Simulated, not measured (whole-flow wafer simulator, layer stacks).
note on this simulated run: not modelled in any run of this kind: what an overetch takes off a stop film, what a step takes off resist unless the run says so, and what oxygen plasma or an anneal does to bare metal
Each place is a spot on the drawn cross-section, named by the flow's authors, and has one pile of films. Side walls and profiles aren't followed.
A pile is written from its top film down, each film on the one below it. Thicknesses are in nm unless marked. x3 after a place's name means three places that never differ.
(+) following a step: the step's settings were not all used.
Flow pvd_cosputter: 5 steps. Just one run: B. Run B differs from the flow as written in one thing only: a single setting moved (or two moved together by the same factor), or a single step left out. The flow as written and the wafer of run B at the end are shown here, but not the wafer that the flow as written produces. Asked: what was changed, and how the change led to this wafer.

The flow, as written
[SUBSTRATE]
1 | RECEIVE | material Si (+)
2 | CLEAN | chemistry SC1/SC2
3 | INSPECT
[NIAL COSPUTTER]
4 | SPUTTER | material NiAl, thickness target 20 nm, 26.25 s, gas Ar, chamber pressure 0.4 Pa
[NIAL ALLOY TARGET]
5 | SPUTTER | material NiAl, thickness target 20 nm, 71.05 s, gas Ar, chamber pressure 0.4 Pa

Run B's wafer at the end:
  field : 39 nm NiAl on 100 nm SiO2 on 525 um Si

Cause: step 5, SPUTTER: thickness target 19 nm was run, while the flow as written has thickness target 20 nm; step 5, SPUTTER: 67.5 s was run, where the flow has 71.05 s.

The path from the change to this, step by step:
  5 | SPUTTER | material NiAl, thickness target 20 nm, 71.05 s, gas Ar, chamber pressure 0.4 Pa
      field: NiAl gains 19 (as written it would have been: NiAl gains 20)
